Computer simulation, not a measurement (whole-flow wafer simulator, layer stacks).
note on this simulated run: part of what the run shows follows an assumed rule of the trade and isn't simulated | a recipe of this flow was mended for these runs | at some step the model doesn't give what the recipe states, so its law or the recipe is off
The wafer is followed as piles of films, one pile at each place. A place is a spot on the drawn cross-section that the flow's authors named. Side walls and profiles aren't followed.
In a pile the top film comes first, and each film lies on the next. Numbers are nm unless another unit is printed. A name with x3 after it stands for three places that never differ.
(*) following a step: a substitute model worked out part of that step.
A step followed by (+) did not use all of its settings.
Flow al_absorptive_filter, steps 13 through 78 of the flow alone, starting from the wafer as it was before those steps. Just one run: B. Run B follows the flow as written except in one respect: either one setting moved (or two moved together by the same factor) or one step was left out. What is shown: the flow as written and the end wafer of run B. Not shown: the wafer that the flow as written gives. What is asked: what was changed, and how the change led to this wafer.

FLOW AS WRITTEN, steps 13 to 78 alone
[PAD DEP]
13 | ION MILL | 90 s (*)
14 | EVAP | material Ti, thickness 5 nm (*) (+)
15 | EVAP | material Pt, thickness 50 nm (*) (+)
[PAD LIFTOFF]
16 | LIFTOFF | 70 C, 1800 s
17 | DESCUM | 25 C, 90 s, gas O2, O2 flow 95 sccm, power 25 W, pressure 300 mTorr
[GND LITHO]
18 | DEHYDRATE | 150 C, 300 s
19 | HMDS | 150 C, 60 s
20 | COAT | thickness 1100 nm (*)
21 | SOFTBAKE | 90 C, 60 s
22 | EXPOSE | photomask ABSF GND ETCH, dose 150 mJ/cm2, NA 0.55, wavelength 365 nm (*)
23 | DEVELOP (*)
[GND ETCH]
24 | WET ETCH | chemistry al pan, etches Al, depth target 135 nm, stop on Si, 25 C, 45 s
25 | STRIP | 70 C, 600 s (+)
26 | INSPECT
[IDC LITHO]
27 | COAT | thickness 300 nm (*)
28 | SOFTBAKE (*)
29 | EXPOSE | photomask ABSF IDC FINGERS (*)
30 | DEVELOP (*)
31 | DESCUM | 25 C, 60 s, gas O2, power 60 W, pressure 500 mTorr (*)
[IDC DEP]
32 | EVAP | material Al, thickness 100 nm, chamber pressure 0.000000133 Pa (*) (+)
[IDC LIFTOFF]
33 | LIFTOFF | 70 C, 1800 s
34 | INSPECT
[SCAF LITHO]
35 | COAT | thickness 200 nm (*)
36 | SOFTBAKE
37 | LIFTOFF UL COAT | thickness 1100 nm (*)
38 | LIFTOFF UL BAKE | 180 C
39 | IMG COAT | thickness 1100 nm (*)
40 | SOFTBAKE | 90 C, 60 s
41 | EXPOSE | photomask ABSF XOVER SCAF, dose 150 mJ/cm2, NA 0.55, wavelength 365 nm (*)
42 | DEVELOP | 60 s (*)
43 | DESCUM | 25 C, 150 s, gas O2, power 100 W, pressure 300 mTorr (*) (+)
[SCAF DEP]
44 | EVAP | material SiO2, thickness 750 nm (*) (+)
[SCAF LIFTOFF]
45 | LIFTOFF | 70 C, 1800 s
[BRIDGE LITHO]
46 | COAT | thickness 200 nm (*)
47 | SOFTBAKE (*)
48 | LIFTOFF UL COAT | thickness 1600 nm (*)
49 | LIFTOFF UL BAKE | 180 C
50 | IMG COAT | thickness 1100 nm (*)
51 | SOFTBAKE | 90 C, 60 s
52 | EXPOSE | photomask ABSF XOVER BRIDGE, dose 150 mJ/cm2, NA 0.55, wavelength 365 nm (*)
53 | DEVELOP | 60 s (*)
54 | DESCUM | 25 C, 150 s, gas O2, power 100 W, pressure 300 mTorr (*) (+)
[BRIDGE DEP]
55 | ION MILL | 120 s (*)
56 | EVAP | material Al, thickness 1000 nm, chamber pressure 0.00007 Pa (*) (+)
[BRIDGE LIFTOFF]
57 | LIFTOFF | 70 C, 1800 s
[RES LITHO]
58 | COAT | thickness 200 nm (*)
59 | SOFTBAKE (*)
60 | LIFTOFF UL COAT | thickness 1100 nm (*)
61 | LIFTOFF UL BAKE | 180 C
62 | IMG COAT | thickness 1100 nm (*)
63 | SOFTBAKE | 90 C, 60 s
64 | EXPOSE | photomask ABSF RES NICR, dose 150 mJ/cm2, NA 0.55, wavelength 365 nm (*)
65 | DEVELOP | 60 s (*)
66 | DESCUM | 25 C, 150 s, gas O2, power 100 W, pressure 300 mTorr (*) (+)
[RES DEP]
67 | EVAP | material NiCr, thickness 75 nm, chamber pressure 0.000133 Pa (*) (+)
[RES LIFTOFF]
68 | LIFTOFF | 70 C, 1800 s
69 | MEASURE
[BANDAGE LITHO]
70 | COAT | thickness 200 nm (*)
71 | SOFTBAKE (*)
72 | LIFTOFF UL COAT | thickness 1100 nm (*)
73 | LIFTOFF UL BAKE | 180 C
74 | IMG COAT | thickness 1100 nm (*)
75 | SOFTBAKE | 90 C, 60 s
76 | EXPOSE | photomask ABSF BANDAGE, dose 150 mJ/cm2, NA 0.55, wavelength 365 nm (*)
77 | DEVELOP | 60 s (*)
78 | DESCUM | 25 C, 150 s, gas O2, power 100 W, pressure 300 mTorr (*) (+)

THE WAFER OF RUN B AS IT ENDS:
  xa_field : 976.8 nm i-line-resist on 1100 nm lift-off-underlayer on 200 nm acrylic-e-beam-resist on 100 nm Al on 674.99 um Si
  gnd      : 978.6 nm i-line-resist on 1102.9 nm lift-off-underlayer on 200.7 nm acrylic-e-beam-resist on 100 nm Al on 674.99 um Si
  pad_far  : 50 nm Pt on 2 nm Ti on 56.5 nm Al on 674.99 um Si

What caused this: step 14, EVAP: thickness 2 nm was run, though the flow has thickness 5 nm.
The wafer itself shows it: pad_far has Ti 2, and step 14 as written asks for 5 nm.

Step by step, how the change led to this:
  14 | EVAP | material Ti, thickness 5 nm (*) (+)
      gnd, pad_far, pad_near and 11 more: +2 Ti (new film) (as written it would have been: +5 Ti (new film))
  16 | LIFTOFF | 70 C, 1800 s
      gnd, ledge, res and 9 more: -50 Pt (all of it), -2 Ti (all of it), -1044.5 i-line-resist (all of it), -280 lift-off-underlayer (all of it) (as written it would have been: -50 Pt (all of it), -5 Ti (all of it), -1044.5 i-line-resist (all of it), -280 lift-off-underlayer (all of it))
